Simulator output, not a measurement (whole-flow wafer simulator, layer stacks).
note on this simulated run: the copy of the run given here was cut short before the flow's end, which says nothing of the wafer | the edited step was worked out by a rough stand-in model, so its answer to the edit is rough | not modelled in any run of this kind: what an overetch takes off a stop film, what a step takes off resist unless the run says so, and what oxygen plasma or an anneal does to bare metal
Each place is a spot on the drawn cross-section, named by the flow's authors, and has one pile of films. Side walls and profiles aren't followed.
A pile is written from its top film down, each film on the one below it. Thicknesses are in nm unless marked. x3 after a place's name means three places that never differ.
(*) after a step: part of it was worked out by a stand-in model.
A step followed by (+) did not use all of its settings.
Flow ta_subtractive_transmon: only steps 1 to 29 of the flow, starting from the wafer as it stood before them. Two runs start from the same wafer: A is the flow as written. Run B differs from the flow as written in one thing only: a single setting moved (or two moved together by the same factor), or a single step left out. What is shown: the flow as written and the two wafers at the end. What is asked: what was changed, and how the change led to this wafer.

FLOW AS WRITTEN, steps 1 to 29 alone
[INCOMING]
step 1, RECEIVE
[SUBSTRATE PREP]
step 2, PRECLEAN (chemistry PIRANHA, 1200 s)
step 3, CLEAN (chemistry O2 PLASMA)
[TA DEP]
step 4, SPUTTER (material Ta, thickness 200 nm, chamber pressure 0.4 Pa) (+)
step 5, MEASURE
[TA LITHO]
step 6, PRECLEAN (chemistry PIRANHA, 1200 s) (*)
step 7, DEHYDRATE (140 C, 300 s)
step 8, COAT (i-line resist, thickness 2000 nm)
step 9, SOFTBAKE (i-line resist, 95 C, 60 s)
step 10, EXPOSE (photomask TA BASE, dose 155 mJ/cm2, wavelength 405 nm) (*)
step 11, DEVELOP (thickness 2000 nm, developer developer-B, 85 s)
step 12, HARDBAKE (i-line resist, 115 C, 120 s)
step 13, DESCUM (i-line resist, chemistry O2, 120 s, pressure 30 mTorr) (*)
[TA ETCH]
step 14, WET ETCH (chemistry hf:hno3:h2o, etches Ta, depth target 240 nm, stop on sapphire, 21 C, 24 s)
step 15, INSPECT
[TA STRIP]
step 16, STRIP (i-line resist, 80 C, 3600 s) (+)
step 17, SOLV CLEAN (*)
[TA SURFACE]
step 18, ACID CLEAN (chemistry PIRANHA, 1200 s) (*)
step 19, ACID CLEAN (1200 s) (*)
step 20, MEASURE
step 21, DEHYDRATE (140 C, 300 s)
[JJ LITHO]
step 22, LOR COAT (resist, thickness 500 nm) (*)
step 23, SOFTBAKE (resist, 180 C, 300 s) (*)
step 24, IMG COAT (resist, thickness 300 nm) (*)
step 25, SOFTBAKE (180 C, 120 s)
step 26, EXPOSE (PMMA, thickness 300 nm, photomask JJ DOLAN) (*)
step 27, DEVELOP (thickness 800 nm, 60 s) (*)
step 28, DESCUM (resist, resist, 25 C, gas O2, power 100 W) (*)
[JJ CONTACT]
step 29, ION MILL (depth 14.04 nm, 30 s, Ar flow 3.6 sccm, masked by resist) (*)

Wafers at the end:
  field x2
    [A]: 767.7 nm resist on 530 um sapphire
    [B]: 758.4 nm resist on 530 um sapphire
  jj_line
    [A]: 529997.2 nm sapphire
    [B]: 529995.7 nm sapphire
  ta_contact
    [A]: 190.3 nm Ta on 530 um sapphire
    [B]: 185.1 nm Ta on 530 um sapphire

Cause: step 29, ION MILL: depth 21.76 nm was run, whereas the flow has depth 14.04 nm; step 29, ION MILL: 46.5 s was run, where the flow has 30 s.

The path from the change to this, step by step:
  step 29, ION MILL (depth 14.04 nm, 30 s, Ar flow 3.6 sccm, masked by resist) (*)
      field x2, ta_pad: A resist loses 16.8 | B resist loses 26
      jj_line, lead: A sapphire loses 2.8 | B sapphire loses 4.34
      (also at 1 further place)
